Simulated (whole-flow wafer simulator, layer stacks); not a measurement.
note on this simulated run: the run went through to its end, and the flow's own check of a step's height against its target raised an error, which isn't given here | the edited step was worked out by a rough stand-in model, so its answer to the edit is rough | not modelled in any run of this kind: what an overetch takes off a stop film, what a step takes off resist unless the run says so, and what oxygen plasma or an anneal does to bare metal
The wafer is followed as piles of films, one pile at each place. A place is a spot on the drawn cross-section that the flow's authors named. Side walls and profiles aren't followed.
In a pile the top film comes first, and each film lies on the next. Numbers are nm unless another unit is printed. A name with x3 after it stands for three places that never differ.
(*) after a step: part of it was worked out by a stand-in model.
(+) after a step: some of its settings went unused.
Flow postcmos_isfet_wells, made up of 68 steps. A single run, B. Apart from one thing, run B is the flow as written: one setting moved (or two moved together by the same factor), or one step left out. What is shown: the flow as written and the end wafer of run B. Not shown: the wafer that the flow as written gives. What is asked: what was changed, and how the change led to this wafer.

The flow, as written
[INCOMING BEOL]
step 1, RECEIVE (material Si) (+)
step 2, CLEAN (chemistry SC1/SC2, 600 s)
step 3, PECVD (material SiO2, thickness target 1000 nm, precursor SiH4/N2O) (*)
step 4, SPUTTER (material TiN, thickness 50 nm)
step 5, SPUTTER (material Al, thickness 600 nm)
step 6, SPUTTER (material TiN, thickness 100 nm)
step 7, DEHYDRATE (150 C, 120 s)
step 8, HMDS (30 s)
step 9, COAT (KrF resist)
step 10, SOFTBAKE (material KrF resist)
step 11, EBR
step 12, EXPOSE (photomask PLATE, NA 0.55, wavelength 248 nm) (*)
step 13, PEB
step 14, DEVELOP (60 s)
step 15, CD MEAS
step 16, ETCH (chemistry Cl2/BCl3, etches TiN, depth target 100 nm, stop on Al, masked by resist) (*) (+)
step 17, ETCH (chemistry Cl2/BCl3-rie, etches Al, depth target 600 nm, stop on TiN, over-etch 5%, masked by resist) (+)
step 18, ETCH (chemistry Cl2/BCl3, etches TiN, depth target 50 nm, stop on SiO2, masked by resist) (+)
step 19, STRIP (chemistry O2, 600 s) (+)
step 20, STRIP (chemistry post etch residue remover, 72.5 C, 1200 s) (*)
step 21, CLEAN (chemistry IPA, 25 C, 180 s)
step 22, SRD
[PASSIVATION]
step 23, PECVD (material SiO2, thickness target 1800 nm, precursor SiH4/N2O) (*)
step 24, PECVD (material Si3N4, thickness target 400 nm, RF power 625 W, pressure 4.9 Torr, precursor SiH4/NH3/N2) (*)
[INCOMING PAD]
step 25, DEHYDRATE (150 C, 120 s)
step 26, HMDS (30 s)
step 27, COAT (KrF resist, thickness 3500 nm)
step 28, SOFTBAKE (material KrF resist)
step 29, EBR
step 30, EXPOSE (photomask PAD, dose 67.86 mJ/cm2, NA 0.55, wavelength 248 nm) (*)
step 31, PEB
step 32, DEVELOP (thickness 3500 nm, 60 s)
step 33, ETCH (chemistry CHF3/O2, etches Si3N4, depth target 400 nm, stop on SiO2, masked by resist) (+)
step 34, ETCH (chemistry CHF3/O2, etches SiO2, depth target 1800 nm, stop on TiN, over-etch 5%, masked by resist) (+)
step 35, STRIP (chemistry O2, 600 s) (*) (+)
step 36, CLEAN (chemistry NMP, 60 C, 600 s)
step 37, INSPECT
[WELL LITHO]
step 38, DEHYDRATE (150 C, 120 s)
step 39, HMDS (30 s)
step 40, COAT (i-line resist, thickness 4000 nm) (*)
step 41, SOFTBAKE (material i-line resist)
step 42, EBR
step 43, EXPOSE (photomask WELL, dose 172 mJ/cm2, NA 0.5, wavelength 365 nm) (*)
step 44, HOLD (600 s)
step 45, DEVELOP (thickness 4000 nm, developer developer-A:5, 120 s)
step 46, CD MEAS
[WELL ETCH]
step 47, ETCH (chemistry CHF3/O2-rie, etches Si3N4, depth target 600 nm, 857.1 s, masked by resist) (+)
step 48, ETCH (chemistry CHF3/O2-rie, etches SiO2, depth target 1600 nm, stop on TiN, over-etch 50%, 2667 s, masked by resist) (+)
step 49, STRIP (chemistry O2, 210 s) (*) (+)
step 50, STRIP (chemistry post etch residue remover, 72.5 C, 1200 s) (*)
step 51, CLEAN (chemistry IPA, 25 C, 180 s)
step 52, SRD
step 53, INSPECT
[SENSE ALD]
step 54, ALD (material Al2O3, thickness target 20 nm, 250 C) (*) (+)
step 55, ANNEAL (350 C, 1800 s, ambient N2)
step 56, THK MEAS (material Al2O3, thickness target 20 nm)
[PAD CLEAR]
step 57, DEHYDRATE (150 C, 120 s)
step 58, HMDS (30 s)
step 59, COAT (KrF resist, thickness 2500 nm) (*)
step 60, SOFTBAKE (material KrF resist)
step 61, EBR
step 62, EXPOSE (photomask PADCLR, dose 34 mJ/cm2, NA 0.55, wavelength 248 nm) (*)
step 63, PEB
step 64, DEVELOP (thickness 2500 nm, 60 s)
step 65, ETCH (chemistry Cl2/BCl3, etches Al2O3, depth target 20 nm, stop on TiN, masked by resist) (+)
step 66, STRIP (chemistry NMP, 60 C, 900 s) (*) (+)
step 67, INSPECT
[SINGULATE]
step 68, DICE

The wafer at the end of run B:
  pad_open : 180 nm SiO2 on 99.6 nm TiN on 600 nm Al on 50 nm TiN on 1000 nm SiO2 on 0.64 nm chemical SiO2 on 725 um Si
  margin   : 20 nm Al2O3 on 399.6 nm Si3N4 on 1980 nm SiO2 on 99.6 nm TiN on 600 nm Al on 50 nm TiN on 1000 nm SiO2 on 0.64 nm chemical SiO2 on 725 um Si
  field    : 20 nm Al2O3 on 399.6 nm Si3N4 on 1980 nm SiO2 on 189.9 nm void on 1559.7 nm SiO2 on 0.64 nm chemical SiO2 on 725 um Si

Cause: step 23, PECVD: thickness target 1980 nm was run, while the flow as written has thickness target 1800 nm.
One can read it off the wafer: margin has SiO2 1980, and step 23 as written asks for 1800 nm.

The path from the change to this, step by step:
  step 23, PECVD (material SiO2, thickness target 1800 nm, precursor SiH4/N2O) (*)
      margin, well900, well1300 x3, pad_rim, pad_clr, pad_open: +1980 SiO2 (new film) (as written it would have been: +1800 SiO2 (new film))
      field: +1980 SiO2 (new film), +189.9 void (new film), +559.7 SiO2 (as written it would have been: +1800 SiO2 (new film), +189.9 void (new film), +559.7 SiO2)
  step 34, ETCH (chemistry CHF3/O2, etches SiO2, depth target 1800 nm, stop on TiN, over-etch 5%, masked by resist) (+)
      pad_open: -1800 SiO2 (as written it would have been: -1800 SiO2 (all of it))
  step 48, ETCH (chemistry CHF3/O2-rie, etches SiO2, depth target 1600 nm, stop on TiN, over-etch 50%, 2667 s, masked by resist) (+)
      well900, well1300 x3: -1780 SiO2 (all of it) (as written it would have been: -1600 SiO2 (all of it))
  step 59, COAT (KrF resist, thickness 2500 nm) (*)
      field: +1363 KrF resist (new film) (as written it would have been: +1449 KrF resist (new film))
      margin: +1362.9 KrF resist (new film) (as written it would have been: +1448.9 KrF resist (new film))
  step 63, PEB
      field, margin: -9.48 KrF resist (as written it would have been: -10.1 KrF resist)
  step 66, STRIP (chemistry NMP, 60 C, 900 s) (*) (+)
      field, margin: -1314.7 KrF resist (all of it) (as written it would have been: -1400.1 KrF resist (all of it))
